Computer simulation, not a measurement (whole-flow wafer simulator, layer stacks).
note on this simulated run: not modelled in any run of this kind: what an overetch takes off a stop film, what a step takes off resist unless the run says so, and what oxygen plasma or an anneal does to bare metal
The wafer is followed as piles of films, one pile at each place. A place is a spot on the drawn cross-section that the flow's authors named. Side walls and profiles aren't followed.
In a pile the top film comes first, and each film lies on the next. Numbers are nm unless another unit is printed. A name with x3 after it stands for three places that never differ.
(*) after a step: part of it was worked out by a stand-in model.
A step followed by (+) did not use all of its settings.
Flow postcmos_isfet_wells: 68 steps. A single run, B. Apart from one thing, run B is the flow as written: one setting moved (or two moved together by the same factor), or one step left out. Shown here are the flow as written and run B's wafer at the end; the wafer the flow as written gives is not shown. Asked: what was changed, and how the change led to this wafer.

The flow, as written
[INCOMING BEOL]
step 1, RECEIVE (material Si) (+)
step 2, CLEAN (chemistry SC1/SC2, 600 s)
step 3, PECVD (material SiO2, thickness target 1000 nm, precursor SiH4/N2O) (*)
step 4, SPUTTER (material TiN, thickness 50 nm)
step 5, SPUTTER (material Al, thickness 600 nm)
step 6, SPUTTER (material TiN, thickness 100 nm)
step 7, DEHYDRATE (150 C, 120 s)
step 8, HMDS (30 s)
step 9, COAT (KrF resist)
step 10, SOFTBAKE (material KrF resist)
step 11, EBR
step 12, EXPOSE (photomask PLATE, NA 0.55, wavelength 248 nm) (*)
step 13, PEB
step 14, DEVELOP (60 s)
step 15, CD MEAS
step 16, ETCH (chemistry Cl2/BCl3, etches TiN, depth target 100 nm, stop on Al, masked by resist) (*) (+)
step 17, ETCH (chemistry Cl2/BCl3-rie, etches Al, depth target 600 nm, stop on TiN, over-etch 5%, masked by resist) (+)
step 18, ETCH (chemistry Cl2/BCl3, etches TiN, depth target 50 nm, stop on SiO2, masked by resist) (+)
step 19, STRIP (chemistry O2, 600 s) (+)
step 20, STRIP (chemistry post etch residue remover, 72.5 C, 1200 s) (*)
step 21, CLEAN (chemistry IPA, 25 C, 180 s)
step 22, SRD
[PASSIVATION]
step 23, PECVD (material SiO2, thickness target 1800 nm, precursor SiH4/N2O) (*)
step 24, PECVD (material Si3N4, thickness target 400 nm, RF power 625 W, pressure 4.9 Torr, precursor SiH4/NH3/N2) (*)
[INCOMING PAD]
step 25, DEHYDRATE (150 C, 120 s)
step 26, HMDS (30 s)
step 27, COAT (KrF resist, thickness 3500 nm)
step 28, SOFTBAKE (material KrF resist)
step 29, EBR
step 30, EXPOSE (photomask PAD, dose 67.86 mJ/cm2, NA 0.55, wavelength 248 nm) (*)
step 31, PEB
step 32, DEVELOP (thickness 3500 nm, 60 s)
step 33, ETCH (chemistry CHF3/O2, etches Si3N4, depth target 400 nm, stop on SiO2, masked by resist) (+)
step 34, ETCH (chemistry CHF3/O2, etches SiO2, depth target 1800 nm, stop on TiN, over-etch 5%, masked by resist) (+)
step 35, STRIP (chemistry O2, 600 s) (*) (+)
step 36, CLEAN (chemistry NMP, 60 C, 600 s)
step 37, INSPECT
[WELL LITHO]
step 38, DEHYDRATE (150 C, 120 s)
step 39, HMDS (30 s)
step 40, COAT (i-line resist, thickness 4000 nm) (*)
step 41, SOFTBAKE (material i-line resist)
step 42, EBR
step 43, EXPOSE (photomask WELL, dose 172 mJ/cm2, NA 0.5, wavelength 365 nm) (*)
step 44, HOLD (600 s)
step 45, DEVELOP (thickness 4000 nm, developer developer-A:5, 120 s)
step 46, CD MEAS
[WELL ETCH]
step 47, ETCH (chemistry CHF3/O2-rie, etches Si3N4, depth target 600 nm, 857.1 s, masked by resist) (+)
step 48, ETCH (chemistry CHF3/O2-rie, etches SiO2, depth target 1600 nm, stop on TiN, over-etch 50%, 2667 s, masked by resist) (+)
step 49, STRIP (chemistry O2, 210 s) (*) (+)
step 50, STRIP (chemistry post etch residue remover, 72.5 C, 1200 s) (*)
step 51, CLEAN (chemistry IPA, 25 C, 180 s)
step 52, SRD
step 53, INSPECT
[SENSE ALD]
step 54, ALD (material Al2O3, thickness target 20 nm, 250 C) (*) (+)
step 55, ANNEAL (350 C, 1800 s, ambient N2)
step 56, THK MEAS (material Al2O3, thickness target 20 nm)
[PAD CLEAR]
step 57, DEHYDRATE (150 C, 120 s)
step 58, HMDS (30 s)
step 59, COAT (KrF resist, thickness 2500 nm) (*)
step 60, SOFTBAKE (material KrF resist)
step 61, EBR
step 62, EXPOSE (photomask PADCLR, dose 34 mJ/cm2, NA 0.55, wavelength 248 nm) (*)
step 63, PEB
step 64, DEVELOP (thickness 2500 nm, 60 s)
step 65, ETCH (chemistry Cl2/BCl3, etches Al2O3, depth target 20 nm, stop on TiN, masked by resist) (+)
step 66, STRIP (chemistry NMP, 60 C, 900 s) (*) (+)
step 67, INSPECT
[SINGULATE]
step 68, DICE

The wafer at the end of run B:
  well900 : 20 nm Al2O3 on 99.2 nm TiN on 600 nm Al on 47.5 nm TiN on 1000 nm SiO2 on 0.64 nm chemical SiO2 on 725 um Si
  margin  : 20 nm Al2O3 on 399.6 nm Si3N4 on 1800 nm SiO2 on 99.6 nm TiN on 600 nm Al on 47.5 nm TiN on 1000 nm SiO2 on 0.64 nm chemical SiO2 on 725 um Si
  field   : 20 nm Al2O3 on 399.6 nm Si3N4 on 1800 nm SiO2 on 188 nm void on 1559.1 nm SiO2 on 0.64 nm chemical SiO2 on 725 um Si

What caused this: step 4, SPUTTER: thickness 47.5 nm was run, whereas the flow has thickness 50 nm.
One can read it off the wafer: well900 has TiN 47.5, and step 4 as written asks for 50 nm.

The path from the change to this, step by step:
  step 4, SPUTTER (material TiN, thickness 50 nm)
      field, margin, well900, well1300 x3, pad_rim, pad_clr, pad_open: TiN gains 47.5 (new film) (as written it would have been: TiN gains 50 (new film))
  step 18, ETCH (chemistry Cl2/BCl3, etches TiN, depth target 50 nm, stop on SiO2, masked by resist) (+)
      field: TiN loses 47.5 (all of it) (as written it would have been: TiN loses 50 (all of it))
